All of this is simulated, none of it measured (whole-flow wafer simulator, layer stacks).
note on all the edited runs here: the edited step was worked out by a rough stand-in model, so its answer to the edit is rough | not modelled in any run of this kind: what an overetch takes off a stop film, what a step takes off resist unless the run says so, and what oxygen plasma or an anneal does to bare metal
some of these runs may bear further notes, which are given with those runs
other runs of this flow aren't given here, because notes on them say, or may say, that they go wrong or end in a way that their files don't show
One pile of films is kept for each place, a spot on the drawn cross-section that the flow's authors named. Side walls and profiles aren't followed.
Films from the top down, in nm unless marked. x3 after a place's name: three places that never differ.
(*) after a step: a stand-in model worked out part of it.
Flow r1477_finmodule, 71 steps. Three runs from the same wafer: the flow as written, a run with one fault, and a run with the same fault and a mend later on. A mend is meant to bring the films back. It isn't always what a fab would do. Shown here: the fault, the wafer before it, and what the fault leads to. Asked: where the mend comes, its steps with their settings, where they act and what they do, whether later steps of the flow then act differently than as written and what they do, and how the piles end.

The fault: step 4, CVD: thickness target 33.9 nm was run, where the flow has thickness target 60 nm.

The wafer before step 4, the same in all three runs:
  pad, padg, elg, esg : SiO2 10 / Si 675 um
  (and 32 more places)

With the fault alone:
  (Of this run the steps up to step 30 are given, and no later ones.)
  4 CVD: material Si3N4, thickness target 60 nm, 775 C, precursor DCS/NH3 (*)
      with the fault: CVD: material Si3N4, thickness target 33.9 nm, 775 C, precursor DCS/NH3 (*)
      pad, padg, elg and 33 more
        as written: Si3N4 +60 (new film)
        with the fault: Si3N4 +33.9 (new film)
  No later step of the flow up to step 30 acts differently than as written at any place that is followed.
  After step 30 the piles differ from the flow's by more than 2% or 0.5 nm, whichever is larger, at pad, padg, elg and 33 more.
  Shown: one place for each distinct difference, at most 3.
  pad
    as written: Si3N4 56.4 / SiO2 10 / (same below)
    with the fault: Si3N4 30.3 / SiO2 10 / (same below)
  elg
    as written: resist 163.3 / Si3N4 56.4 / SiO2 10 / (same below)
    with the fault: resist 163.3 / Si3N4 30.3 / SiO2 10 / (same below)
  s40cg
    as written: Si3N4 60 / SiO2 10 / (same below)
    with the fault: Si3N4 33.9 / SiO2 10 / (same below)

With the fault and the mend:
  The mend comes after step 5.
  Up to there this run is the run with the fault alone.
  5a CVD: material Si3N4, thickness target 26.1 nm, 775 C, precursor DCS/NH3 (*) (the flow's step 4 once more, with other settings)
      pad, padg, elg and 33 more
        Si3N4 +26.1
  No later step of the flow acts differently than as written at any place that is followed.
  At the end the piles are the same as the flow's at every place that both follow.
